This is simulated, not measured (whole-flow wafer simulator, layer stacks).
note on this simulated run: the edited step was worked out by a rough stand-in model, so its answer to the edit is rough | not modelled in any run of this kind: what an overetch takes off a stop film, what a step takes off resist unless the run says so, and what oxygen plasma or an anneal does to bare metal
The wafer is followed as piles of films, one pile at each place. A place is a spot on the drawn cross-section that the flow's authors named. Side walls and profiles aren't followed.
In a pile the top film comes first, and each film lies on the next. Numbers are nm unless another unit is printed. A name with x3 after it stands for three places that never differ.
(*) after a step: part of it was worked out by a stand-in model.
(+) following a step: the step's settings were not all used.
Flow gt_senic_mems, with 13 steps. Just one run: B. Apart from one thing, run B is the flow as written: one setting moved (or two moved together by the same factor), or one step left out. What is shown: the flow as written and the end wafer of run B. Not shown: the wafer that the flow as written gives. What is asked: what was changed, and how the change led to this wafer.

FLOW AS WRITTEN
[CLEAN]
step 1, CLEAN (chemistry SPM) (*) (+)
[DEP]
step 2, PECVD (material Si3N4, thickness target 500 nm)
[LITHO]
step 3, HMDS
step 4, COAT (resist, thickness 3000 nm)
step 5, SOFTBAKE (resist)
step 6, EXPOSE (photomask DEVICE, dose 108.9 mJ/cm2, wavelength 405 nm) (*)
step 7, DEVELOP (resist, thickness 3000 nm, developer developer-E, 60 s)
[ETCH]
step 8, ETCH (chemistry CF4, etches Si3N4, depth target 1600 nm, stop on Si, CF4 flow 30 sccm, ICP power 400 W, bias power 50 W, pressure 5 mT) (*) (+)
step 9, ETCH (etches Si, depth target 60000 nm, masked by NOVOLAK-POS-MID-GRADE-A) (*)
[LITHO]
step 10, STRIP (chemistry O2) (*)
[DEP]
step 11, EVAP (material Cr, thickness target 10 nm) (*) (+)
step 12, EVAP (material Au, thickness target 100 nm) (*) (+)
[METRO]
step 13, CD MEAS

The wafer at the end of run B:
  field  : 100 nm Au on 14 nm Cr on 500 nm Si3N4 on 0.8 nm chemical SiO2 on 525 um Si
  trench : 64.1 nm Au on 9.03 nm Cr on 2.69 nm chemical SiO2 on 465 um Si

What caused this: step 11, EVAP: thickness target 14 nm was run, whereas the flow has thickness target 10 nm.
One can read it off the wafer: field has Cr 14, and step 11 as written asks for 10 nm.

How this came from the change, step by step:
  step 11, EVAP (material Cr, thickness target 10 nm) (*) (+)
      field: Cr gains 14 (new film) (as written it would have been: Cr gains 10 (new film))
      trench: Cr gains 9.03 (new film) (as written it would have been: Cr gains 6.45 (new film))
